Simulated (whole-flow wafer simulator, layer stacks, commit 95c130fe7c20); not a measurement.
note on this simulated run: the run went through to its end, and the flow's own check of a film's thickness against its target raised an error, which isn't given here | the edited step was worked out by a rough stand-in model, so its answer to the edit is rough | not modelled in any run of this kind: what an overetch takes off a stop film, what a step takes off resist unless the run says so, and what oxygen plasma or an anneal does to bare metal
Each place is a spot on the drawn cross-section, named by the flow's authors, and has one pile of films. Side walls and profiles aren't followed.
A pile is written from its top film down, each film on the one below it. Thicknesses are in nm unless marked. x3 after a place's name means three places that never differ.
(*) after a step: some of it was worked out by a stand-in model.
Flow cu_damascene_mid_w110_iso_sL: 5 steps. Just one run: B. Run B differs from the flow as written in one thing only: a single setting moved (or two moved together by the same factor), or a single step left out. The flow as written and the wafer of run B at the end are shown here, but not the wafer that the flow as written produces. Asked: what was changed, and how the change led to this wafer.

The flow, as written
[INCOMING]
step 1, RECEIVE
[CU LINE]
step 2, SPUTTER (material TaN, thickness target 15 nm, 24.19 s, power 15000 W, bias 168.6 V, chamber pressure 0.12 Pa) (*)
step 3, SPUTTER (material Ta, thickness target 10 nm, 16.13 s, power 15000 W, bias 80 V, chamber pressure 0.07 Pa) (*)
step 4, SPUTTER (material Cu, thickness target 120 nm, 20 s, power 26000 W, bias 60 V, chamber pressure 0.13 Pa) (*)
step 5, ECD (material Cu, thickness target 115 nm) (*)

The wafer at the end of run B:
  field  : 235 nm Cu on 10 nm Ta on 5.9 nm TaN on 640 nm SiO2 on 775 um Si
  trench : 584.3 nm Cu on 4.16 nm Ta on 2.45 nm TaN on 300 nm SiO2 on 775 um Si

What caused this: step 2, SPUTTER: thickness target 5.9 nm was run, while the flow as written has thickness target 15 nm; step 2, SPUTTER: 9.482 s was run, where the flow has 24.19 s.
The wafer itself shows it: field has TaN 5.9, and step 2 as written asks for 15 nm.

How this came from the change, step by step:
  step 2, SPUTTER (material TaN, thickness target 15 nm, 24.19 s, power 15000 W, bias 168.6 V, chamber pressure 0.12 Pa) (*)
      field: TaN gains 5.9 (new film) (as written it would have been: TaN gains 15 (new film))
      trench: TaN gains 2.45 (new film) (as written it would have been: TaN gains 6.23 (new film))
  step 4, SPUTTER (material Cu, thickness target 120 nm, 20 s, power 26000 W, bias 60 V, chamber pressure 0.13 Pa) (*)
      trench: Cu gains 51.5 (new film) (as written it would have been: Cu gains 49.9 (new film))
